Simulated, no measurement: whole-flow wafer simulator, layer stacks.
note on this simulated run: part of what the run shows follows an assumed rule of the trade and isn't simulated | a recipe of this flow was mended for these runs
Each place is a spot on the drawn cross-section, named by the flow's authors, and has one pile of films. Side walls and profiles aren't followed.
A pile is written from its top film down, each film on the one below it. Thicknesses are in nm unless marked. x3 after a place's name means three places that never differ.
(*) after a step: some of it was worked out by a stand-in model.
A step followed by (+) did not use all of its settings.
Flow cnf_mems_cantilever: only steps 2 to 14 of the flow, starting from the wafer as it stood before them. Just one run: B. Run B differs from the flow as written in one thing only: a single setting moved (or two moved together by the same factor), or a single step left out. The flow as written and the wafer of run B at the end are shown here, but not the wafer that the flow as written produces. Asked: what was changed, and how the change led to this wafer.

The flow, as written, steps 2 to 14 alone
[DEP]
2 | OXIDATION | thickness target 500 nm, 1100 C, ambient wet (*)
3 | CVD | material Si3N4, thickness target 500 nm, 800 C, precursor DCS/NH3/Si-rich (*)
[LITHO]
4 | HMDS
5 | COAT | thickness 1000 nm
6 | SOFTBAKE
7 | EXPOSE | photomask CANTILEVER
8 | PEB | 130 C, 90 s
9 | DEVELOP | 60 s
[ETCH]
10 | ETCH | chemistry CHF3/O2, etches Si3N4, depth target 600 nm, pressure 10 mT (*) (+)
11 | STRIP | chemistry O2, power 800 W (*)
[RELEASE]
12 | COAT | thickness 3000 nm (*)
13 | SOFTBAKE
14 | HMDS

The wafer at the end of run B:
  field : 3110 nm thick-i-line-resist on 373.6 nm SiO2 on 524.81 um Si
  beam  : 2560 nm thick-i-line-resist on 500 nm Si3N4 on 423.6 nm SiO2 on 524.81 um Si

The reason: step 2, OXIDATION: 1065 C was run, though the flow has 1100 C.

The path from the change to this, step by step:
  2 | OXIDATION | thickness target 500 nm, 1100 C, ambient wet (*)
      field, beam: +423.6 SiO2 (new film), -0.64 chemical SiO2 (all of it), -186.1 Si (in the flow as written it would be: +500 SiO2 (new film), -0.64 chemical SiO2 (all of it), -219.7 Si)
